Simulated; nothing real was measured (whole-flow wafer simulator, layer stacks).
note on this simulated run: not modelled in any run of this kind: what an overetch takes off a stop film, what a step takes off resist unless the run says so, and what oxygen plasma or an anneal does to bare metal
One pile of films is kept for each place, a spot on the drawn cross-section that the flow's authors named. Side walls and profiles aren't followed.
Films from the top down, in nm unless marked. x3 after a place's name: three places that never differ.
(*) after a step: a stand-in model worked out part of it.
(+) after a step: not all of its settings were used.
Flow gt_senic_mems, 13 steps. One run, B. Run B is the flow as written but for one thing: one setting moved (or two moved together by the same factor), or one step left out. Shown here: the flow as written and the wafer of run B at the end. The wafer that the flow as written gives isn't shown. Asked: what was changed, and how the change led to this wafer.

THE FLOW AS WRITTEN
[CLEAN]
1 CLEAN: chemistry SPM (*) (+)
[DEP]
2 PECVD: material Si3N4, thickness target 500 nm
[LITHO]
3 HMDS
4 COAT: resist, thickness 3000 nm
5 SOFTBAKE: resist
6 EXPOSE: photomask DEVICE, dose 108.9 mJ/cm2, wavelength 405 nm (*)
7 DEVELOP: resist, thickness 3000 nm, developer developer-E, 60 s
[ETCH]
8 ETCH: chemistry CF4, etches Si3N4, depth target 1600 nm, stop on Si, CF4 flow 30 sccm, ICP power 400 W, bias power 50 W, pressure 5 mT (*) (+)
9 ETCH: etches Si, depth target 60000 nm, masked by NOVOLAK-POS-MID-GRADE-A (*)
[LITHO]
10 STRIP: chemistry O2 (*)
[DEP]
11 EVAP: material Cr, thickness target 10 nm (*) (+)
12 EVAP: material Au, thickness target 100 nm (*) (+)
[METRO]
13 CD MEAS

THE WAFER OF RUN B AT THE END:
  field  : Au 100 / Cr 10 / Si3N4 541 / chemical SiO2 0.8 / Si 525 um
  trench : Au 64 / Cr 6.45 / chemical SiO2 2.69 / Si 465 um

The cause: step 2, PECVD: thickness target 541 nm was run, where the flow has thickness target 500 nm.
It can be read off the wafer: field has Si3N4 541, and step 2 as written asks for 500 nm.

How the change led to this, step by step:
  2 PECVD: material Si3N4, thickness target 500 nm
      field, trench: Si3N4 +541 (new film) (as written it would be: Si3N4 +500 (new film))
  8 ETCH: chemistry CF4, etches Si3N4, depth target 1600 nm, stop on Si, CF4 flow 30 sccm, ICP power 400 W, bias power 50 W, pressure 5 mT (*) (+)
      field: resist -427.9 (as written it would be: resist -400.5)
      trench: Si3N4 -541 (all of it), chemical SiO2 -0.8 (all of it) (as written it would be: Si3N4 -500 (all of it), chemical SiO2 -0.8 (all of it))
